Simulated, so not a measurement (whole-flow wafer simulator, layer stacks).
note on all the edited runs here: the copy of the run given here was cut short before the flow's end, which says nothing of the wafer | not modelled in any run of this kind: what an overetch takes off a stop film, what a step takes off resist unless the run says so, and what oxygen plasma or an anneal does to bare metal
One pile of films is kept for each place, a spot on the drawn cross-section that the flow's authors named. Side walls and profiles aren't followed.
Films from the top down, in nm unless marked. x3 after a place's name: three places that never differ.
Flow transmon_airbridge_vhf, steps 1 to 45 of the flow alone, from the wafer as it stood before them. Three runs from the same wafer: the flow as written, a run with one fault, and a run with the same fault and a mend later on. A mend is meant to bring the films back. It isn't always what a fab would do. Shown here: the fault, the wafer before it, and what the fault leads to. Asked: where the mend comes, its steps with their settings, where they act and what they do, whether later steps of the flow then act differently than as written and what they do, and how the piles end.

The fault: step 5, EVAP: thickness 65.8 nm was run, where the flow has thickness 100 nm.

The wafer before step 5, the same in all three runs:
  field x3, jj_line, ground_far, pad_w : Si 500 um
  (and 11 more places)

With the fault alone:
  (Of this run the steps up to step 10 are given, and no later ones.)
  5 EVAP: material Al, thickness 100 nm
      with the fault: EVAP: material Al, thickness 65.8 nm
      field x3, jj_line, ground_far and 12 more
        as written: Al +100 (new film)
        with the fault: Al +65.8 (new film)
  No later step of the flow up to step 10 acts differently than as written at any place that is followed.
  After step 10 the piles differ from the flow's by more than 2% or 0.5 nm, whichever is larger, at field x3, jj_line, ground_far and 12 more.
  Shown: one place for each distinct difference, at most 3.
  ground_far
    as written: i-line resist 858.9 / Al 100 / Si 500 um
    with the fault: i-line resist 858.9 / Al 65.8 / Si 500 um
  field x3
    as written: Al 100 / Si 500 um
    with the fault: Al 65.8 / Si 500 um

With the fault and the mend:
  The mend comes after step 5.
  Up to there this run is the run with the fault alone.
  5a EVAP: material Al, thickness 34.2 nm (the flow's step 5 once more, with other settings)
      field x3, jj_line, ground_far and 12 more
        Al +34.2
  No later step of the flow acts differently than as written at any place that is followed.
  At the end the piles are the same as the flow's at every place that both follow.
